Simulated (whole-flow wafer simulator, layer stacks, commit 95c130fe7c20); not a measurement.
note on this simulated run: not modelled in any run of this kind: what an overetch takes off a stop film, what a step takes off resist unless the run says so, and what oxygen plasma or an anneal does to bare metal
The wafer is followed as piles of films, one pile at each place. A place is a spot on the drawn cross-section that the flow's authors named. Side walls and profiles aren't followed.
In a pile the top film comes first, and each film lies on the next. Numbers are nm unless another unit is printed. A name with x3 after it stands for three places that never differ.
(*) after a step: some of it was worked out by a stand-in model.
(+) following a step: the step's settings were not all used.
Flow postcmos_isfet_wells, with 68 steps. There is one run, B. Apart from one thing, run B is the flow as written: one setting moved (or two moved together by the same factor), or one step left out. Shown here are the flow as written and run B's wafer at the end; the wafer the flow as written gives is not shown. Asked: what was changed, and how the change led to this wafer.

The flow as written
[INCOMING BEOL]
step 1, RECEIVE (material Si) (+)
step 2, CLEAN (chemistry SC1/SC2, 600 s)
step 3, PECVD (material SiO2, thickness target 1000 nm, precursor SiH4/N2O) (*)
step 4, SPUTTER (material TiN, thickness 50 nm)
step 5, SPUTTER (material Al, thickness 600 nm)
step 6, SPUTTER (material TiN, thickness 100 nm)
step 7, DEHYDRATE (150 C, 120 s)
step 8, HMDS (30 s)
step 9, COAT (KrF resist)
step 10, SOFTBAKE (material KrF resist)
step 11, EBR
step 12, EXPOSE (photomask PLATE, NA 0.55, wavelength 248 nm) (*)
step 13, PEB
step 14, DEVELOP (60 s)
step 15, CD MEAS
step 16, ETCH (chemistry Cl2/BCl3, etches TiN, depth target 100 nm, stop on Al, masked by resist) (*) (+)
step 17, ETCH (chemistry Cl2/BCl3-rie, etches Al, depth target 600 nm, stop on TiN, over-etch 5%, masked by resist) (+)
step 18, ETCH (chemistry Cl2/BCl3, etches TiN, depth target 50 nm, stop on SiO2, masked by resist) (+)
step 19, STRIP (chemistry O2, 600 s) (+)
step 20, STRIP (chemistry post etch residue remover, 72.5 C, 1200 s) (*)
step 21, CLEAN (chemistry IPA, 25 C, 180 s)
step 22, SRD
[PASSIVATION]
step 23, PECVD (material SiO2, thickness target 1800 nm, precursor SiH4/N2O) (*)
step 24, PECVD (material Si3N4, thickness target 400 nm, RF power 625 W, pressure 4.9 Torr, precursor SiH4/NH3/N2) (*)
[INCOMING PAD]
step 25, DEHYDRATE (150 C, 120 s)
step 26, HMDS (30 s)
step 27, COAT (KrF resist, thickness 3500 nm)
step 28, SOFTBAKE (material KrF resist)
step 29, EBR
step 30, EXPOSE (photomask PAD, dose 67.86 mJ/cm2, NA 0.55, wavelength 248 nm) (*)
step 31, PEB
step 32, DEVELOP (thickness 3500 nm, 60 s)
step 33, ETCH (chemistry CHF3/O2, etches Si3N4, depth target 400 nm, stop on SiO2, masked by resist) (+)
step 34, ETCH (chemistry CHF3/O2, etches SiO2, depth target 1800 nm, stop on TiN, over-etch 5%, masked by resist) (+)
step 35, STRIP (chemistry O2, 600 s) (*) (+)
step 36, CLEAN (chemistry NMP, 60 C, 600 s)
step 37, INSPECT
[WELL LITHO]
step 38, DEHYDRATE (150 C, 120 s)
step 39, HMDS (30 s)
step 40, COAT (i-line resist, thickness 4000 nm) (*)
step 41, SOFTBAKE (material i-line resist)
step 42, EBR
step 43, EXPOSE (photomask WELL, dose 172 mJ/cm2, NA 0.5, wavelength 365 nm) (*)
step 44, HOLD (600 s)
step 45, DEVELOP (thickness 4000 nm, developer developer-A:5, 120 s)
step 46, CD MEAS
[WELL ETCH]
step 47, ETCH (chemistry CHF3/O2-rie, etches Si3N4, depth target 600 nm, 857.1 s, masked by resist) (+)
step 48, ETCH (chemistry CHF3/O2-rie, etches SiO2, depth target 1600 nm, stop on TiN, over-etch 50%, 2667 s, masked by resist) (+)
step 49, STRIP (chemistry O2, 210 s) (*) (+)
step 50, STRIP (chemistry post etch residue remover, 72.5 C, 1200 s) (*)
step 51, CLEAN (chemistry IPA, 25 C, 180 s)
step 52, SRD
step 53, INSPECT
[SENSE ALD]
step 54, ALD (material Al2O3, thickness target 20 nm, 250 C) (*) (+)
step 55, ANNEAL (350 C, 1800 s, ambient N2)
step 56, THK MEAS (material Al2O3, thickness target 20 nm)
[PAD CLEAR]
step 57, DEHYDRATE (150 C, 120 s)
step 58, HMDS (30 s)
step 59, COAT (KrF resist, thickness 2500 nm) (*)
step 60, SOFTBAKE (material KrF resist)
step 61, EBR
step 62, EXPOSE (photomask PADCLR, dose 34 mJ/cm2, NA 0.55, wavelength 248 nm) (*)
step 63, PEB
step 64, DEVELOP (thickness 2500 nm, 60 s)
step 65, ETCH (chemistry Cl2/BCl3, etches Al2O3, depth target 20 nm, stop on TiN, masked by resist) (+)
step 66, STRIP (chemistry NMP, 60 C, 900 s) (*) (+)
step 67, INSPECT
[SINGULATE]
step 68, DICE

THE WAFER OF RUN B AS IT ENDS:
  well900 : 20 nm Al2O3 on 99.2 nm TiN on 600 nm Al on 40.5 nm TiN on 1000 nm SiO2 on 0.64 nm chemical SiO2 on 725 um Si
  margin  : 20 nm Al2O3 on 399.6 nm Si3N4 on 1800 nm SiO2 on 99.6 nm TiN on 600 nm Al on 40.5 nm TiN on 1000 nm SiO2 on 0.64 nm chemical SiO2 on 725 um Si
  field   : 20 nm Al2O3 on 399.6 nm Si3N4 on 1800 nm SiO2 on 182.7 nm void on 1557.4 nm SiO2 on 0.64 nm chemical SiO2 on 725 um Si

The reason: step 4, SPUTTER: thickness 40.5 nm was run, though the flow has thickness 50 nm.
One can read it off the wafer: well900 has TiN 40.5, and step 4 as written asks for 50 nm.

Step by step, how the change led to this:
  step 4, SPUTTER (material TiN, thickness 50 nm)
      field, margin, well900, well1300 x3, pad_rim, pad_clr, pad_open: TiN gains 40.5 (new film) (it would be, as written: TiN gains 50 (new film))
  step 18, ETCH (chemistry Cl2/BCl3, etches TiN, depth target 50 nm, stop on SiO2, masked by resist) (+)
      field: TiN loses 40.5 (all of it) (it would be, as written: TiN loses 50 (all of it))
  step 23, PECVD (material SiO2, thickness target 1800 nm, precursor SiH4/N2O) (*)
      field: SiO2 gains 1800 (new film), void gains 182.7 (new film), SiO2 gains 557.4 (it would be, as written: SiO2 gains 1800 (new film), void gains 189.9 (new film), SiO2 gains 559.7)
